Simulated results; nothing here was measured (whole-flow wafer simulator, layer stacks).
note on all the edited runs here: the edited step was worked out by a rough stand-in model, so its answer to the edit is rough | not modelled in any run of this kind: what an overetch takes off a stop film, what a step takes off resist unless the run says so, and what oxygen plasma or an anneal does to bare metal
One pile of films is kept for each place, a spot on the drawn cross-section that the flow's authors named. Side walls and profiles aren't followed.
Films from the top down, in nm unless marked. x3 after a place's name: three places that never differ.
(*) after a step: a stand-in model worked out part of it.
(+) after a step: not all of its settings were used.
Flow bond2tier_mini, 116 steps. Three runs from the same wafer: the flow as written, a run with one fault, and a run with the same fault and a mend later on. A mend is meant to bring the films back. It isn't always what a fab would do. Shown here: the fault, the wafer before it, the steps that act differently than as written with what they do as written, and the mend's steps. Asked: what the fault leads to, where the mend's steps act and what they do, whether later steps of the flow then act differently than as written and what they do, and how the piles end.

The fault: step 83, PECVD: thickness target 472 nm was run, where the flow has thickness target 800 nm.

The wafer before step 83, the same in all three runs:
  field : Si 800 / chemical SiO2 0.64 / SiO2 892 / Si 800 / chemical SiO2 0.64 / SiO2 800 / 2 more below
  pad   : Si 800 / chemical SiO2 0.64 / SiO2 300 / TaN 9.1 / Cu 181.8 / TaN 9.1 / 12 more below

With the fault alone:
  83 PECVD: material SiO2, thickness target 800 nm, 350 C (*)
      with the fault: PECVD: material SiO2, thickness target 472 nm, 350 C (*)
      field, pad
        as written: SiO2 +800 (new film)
        with the fault: SiO2 +472 (new film)
  Later steps of the flow that act differently than as written:
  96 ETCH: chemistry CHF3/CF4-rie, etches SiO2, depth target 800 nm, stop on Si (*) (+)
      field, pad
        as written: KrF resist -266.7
        with the fault: KrF resist -217.5
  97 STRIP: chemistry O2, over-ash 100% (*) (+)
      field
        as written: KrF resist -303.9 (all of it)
        with the fault: KrF resist -353.1 (all of it)
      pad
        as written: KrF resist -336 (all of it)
        with the fault: KrF resist -385.1 (all of it)
  At the end the piles differ from the flow's by more than 2% or 0.5 nm, whichever is larger, at field, pad.
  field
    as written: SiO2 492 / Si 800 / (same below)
    with the fault: SiO2 164 / Si 800 / (same below)
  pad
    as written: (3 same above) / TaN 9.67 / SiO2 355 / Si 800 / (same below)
    with the fault: (3 same above) / TaN 9.67 / SiO2 27 / Si 800 / (same below)

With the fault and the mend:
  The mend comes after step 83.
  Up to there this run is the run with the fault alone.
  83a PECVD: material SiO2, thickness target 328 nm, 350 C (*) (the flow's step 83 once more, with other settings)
      field, pad
        SiO2 +328
  No later step of the flow acts differently than as written at any place that is followed.
  At the end the piles are the same as the flow's at every place that both follow.
